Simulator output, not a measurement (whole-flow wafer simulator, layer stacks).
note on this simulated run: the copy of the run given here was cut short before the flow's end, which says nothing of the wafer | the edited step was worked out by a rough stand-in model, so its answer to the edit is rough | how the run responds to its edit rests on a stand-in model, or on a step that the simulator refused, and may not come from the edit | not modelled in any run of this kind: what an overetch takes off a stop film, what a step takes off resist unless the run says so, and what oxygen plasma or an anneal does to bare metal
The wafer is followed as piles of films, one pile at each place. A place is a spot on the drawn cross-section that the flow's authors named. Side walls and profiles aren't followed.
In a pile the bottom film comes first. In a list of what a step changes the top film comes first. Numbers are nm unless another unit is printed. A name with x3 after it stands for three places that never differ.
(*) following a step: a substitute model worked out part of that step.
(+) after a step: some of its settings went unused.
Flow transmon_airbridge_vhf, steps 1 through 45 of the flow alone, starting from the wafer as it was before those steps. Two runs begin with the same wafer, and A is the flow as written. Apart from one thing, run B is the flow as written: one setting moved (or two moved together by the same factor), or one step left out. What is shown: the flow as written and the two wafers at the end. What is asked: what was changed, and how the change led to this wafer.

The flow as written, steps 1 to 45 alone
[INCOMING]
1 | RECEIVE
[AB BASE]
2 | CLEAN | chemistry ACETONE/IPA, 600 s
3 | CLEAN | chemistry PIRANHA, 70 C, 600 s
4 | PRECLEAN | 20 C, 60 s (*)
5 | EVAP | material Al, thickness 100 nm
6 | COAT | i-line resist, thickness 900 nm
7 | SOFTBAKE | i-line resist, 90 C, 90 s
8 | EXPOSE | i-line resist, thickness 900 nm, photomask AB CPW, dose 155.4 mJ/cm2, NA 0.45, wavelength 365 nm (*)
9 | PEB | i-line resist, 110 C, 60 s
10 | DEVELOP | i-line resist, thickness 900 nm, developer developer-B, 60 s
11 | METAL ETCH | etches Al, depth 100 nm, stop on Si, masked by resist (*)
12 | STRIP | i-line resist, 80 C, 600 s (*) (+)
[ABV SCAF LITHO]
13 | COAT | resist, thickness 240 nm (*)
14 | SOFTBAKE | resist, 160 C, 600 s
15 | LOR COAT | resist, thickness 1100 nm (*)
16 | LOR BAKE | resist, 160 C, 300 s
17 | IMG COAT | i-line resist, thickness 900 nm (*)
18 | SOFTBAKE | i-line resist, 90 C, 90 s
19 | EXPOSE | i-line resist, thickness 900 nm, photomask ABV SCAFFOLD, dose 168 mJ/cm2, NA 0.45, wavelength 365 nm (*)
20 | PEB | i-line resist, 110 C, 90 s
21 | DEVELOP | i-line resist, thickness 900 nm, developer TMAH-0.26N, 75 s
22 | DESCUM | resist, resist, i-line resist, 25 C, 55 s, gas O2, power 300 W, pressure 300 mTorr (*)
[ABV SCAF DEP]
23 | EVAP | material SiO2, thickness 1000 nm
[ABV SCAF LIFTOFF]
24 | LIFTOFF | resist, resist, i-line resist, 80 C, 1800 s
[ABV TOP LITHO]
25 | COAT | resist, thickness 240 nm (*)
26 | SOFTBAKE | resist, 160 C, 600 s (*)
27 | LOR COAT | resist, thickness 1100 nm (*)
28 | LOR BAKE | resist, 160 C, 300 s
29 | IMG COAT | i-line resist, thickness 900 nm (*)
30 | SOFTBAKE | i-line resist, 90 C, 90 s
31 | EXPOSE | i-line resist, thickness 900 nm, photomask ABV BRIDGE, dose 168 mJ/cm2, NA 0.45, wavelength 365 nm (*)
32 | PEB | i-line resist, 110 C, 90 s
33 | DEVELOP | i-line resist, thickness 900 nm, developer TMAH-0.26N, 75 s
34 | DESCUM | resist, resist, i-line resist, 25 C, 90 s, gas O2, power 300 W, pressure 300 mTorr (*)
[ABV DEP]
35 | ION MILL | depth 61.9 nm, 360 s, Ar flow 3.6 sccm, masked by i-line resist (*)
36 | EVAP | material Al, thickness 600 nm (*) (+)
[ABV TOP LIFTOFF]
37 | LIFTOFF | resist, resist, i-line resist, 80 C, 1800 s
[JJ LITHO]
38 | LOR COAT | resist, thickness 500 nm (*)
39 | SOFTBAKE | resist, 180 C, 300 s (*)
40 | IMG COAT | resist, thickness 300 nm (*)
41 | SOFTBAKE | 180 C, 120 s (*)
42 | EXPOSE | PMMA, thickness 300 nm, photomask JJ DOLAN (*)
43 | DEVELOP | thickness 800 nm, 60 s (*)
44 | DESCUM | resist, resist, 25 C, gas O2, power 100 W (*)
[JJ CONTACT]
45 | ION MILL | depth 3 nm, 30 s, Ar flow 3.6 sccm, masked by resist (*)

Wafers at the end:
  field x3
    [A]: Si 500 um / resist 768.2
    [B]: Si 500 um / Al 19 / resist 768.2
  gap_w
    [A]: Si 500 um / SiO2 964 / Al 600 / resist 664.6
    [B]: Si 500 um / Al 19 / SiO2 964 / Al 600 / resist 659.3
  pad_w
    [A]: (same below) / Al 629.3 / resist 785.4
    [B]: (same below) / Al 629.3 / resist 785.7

What caused this: step 11, METAL ETCH: depth 81 nm was run, while the flow as written has depth 100 nm.

How this came from the change, step by step:
  11 | METAL ETCH | etches Al, depth 100 nm, stop on Si, masked by resist (*)
      field x3, jj_line, gap_w, gap_e: A -100 Al (all of it) | B -81 Al
      ground_far, pad_w, flank_w and 8 more: A -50 i-line resist | B -40.5 i-line resist
  45 | ION MILL | depth 3 nm, 30 s, Ar flow 3.6 sccm, masked by resist (*)
      jj_line: A -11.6 Si | B -19 Al (all of it), -0.93 Si
With metal films that touch counted as one body, field x3 has 1 body; the flow as written gives 0 bodies.
With metal films that touch counted as one body, gap_w has 2 bodies (between them, from the top down: SiO2 964); the flow as written gives 1 body.
